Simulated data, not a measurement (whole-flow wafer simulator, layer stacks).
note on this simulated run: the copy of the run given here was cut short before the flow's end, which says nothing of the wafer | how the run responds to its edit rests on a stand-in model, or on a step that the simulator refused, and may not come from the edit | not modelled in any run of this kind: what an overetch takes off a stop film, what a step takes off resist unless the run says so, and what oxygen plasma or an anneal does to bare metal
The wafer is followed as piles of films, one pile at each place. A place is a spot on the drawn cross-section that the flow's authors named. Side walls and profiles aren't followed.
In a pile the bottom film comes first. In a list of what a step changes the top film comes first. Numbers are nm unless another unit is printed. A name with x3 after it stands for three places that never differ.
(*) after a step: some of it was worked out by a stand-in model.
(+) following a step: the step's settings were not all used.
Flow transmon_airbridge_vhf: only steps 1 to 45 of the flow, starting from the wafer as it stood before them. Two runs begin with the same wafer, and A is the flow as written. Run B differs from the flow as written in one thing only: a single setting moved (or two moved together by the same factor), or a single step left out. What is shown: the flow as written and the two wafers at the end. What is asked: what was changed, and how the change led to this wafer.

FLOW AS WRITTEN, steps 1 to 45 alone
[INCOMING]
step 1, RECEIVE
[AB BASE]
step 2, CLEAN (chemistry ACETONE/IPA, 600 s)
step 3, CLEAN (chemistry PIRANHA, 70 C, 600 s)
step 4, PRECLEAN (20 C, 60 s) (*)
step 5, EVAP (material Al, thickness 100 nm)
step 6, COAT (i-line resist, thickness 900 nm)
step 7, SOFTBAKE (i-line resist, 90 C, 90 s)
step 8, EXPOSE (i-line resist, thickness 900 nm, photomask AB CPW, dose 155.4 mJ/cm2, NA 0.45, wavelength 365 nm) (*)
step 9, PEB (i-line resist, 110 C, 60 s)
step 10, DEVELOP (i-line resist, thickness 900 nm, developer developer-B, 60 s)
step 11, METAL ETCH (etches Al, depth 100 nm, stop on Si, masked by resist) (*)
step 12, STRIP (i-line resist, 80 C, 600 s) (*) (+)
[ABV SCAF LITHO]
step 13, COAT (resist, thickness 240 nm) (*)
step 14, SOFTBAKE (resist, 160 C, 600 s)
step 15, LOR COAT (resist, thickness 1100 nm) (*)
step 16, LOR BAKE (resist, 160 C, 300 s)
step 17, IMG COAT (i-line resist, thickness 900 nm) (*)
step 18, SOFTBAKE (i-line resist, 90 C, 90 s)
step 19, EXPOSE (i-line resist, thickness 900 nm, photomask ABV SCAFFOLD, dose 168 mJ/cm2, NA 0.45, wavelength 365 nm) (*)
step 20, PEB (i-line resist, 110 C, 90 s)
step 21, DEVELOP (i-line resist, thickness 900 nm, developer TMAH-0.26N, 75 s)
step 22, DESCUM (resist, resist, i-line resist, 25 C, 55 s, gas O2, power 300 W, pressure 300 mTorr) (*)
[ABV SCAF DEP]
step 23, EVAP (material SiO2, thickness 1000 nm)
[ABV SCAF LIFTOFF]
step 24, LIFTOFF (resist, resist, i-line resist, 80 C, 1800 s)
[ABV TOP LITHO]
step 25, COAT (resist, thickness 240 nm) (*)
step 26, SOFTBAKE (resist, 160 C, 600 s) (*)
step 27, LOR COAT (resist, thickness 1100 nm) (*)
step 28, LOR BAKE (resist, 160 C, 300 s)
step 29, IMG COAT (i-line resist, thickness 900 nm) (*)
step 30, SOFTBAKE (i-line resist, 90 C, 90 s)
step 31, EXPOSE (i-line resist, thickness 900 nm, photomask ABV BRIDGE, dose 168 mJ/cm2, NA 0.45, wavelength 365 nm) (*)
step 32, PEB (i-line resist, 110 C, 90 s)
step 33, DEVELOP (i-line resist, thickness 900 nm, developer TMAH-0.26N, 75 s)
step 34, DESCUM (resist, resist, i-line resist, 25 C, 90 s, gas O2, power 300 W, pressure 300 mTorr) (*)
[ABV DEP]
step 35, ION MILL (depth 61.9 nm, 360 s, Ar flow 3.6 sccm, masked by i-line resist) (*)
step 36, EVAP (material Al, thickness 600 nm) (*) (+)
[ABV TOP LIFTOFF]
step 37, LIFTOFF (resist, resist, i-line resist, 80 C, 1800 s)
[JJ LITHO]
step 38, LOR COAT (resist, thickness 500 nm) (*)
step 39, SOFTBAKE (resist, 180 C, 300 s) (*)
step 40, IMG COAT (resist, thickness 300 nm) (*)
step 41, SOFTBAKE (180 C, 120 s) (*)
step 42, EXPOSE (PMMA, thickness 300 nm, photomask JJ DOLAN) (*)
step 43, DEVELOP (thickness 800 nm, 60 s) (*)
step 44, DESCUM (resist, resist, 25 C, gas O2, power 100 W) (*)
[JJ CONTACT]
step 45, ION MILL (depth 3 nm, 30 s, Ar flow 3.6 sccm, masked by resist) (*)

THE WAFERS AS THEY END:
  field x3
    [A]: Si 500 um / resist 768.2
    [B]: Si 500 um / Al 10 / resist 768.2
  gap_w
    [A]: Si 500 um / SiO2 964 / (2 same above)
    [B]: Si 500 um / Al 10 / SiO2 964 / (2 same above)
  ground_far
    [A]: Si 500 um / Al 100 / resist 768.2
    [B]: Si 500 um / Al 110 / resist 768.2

What caused this: step 5, EVAP: thickness 110 nm was run, though the flow has thickness 100 nm.
One can read it off the wafer: ground_far has Al 110, and step 5 as written asks for 100 nm.

The path from the change to this, step by step:
  step 5, EVAP (material Al, thickness 100 nm)
      field x3, jj_line, ground_far and 12 more: A +100 Al (new film) | B +110 Al (new film)
  step 11, METAL ETCH (etches Al, depth 100 nm, stop on Si, masked by resist) (*)
      field x3, jj_line, gap_w, gap_e: A -100 Al (all of it) | B -100 Al
  step 45, ION MILL (depth 3 nm, 30 s, Ar flow 3.6 sccm, masked by resist) (*)
      jj_line: A -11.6 Si | B -10 Al (all of it), -6 Si
With metal films that touch counted as one body, field x3 has 1 body; the flow as written gives 0 bodies.
With metal films that touch counted as one body, gap_w has 2 bodies (between them, from the top down: SiO2 964); the flow as written gives 1 body.
